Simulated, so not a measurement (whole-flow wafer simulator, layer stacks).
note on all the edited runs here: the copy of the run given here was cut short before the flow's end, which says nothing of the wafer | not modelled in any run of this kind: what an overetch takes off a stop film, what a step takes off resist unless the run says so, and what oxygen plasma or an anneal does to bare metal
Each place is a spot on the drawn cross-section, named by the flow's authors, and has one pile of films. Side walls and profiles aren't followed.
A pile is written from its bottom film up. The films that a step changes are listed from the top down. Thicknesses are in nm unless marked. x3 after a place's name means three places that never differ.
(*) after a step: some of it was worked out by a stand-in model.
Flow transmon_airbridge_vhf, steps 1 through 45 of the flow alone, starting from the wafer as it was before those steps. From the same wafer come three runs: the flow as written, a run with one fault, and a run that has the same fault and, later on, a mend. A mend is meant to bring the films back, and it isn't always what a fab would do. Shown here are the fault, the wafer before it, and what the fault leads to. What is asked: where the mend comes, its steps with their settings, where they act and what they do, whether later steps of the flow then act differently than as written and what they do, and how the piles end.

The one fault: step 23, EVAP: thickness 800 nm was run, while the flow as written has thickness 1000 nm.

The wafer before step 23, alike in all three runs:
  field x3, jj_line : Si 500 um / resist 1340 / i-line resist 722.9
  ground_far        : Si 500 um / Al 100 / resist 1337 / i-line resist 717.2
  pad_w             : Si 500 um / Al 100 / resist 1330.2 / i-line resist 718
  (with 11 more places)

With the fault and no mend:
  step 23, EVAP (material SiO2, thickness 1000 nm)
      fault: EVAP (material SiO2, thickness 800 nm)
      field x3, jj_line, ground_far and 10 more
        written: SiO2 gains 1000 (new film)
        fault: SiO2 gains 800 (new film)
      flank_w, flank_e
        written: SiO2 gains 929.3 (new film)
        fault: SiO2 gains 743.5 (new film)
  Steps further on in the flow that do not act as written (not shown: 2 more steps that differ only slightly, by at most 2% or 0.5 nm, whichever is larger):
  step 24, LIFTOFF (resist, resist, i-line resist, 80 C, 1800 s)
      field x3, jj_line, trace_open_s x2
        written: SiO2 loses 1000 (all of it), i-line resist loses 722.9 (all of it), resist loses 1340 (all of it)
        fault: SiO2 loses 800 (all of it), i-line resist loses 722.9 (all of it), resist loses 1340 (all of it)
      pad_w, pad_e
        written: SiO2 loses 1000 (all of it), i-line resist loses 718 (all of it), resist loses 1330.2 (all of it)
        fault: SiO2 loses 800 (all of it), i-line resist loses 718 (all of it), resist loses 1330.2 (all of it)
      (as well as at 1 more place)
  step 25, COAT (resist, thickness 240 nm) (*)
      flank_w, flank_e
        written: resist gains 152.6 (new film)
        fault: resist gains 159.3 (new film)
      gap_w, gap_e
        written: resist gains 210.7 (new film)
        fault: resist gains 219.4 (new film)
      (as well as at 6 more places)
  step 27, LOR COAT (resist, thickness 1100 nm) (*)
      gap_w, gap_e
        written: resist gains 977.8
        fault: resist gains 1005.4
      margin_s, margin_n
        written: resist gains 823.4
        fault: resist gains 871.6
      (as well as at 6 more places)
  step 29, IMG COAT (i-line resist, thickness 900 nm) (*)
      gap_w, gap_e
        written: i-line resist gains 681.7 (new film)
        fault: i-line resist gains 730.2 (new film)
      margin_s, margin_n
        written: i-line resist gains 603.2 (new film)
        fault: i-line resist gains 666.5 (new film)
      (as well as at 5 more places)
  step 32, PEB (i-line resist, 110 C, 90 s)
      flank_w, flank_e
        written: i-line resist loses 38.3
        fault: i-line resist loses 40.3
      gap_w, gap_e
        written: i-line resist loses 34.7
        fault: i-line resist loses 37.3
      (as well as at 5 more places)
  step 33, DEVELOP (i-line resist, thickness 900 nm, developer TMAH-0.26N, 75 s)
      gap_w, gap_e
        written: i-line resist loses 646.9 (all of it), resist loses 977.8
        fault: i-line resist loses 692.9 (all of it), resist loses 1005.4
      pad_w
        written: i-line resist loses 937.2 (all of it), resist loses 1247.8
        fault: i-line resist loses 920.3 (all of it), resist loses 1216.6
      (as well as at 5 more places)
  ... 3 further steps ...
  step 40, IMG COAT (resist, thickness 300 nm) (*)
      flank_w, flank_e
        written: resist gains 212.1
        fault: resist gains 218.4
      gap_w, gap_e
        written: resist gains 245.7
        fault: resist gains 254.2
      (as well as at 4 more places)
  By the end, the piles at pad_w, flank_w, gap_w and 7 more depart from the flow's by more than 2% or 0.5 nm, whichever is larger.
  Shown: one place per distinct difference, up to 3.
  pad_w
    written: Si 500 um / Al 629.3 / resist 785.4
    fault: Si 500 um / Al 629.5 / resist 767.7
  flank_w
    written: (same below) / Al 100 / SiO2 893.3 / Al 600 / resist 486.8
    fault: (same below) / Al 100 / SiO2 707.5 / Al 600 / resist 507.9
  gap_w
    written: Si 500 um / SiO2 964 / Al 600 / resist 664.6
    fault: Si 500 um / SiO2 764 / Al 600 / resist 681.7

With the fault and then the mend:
  After step 23 comes the mend.
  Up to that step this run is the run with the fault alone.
  step 23a, EVAP (material SiO2, thickness 200 nm) (the flow's step 23 again, with other settings)
      field x3, jj_line, ground_far and 10 more
        SiO2 gains 200
      flank_w, flank_e
        SiO2 gains 186
  Every later step of the flow that is run acts as written, at every place that is followed, to within 2% or 0.5 nm, whichever is larger.
  The piles end only slightly different from the flow's at the places that both follow, by no more than 2% or 0.5 nm, whichever is larger.
